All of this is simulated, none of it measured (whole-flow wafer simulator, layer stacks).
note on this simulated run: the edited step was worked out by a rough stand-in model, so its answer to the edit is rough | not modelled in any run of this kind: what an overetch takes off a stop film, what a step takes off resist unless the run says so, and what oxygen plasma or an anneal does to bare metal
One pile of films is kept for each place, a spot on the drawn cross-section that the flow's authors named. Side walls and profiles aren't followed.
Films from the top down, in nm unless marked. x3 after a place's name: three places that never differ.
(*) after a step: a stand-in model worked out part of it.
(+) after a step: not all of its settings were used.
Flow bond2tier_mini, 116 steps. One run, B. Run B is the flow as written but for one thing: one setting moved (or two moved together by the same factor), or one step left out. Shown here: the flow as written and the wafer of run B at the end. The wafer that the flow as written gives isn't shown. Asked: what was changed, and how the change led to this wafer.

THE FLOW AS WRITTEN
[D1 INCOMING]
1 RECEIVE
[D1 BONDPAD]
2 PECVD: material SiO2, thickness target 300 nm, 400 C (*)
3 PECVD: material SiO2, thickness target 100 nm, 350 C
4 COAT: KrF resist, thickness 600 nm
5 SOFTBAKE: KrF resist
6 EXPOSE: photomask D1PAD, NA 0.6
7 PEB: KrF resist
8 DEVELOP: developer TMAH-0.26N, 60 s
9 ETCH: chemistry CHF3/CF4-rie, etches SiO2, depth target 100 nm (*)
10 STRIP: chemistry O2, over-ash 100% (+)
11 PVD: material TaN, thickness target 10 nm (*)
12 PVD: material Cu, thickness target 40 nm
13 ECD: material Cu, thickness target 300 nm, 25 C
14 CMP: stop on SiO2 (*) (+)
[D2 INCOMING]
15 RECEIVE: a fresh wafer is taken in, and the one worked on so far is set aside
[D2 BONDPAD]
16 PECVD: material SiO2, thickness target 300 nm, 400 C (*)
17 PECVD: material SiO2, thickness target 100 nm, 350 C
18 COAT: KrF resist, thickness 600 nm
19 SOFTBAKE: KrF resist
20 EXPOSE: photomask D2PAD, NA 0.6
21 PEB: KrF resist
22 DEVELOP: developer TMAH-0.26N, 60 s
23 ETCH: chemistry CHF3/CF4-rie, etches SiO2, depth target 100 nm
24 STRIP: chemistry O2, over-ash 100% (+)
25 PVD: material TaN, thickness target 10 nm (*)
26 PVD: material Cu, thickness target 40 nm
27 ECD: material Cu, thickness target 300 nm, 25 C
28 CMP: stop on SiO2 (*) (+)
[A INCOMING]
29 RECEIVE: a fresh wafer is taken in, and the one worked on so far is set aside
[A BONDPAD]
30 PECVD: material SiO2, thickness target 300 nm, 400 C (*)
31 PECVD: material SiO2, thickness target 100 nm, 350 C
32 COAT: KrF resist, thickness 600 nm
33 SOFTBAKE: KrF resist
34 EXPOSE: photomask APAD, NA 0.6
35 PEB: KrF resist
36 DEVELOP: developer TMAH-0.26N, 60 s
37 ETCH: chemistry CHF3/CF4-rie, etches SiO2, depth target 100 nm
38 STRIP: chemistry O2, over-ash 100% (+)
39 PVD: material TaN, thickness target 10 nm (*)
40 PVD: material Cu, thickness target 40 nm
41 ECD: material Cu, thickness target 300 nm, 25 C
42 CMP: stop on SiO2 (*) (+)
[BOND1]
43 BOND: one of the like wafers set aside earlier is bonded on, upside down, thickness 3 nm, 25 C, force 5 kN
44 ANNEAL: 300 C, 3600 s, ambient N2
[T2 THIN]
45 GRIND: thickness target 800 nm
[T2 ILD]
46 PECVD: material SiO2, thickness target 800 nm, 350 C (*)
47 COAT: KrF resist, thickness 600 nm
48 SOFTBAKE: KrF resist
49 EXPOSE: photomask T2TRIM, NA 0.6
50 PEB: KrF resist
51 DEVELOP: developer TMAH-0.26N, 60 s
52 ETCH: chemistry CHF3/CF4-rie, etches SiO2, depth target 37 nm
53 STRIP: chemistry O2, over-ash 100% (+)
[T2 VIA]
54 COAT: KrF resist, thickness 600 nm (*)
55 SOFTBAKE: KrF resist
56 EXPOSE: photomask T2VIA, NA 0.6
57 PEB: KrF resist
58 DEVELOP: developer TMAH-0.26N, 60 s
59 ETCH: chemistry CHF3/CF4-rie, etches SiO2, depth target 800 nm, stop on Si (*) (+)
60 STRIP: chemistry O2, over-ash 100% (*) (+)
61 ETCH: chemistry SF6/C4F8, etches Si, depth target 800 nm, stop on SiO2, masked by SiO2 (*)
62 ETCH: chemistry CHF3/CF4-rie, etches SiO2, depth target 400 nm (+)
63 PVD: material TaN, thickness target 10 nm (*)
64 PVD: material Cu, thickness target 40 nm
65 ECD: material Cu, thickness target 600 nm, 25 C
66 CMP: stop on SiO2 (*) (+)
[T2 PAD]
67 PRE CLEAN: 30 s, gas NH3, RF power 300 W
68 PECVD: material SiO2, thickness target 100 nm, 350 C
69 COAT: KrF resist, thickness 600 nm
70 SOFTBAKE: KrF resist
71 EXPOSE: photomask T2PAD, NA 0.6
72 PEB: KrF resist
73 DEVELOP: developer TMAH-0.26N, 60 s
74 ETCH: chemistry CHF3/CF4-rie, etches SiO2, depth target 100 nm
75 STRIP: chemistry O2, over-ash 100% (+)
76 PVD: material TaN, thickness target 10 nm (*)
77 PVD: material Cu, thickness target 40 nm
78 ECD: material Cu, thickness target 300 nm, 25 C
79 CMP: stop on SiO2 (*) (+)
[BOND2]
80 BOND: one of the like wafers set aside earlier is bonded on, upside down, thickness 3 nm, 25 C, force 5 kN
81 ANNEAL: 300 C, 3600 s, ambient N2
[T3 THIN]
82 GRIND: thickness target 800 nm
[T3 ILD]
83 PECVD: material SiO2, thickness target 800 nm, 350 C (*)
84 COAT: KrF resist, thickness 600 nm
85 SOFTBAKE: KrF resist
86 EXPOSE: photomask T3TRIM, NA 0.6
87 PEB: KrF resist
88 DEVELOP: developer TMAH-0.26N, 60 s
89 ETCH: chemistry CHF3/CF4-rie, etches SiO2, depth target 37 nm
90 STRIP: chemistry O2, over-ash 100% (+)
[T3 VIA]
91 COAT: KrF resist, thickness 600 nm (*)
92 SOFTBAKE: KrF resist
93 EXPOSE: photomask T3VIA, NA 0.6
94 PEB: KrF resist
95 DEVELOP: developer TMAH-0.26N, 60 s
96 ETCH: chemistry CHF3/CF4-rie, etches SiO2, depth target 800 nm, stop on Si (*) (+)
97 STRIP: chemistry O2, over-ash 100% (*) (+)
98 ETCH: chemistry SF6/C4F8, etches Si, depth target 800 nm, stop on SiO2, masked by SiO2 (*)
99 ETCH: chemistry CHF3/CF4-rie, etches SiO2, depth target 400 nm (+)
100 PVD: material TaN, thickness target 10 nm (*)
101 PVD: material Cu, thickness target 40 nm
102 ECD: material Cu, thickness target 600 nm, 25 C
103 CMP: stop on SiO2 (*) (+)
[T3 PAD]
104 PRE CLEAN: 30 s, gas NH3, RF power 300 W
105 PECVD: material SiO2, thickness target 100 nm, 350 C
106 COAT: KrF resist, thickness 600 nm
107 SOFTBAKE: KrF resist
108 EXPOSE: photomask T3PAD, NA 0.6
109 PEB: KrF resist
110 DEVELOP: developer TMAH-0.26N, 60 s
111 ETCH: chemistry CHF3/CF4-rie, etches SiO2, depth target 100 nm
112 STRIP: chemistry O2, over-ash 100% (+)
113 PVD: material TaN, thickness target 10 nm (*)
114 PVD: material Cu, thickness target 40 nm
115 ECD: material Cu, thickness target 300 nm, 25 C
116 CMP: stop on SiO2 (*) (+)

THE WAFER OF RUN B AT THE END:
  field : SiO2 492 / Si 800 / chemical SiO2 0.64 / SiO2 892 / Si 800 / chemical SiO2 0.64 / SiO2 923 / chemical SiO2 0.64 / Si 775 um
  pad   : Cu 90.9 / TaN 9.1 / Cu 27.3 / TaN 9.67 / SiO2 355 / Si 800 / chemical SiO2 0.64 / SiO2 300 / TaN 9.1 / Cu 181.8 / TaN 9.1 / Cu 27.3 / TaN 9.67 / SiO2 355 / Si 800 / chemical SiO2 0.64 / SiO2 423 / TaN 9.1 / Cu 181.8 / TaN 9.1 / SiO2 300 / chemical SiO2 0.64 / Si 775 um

The cause: step 2, PECVD: thickness target 423 nm was run, where the flow has thickness target 300 nm.
It can be read off the wafer: pad has SiO2 423, and step 2 as written asks for 300 nm.

How the change led to this, step by step:
  2 PECVD: material SiO2, thickness target 300 nm, 400 C (*)
      field, pad, via: SiO2 +423 (new film) (as written it would be: SiO2 +300 (new film))
  43 BOND: one of the like wafers set aside earlier is bonded on, upside down, thickness 3 nm, 25 C, force 5 kN
      field: Si +775 um (new film), chemical SiO2 +0.64 (new film), SiO2 +523 (as written it would be: Si +775 um (new film), chemical SiO2 +0.64 (new film), SiO2 +400)
      pad: Si +775 um (new film), chemical SiO2 +0.64 (new film), SiO2 +423 (new film), TaN +9.1 (new film), Cu +90.9 (as written it would be: Si +775 um (new film), chemical SiO2 +0.64 (new film), SiO2 +300 (new film), TaN +9.1 (new film), Cu +90.9)
      (and at 1 more place)
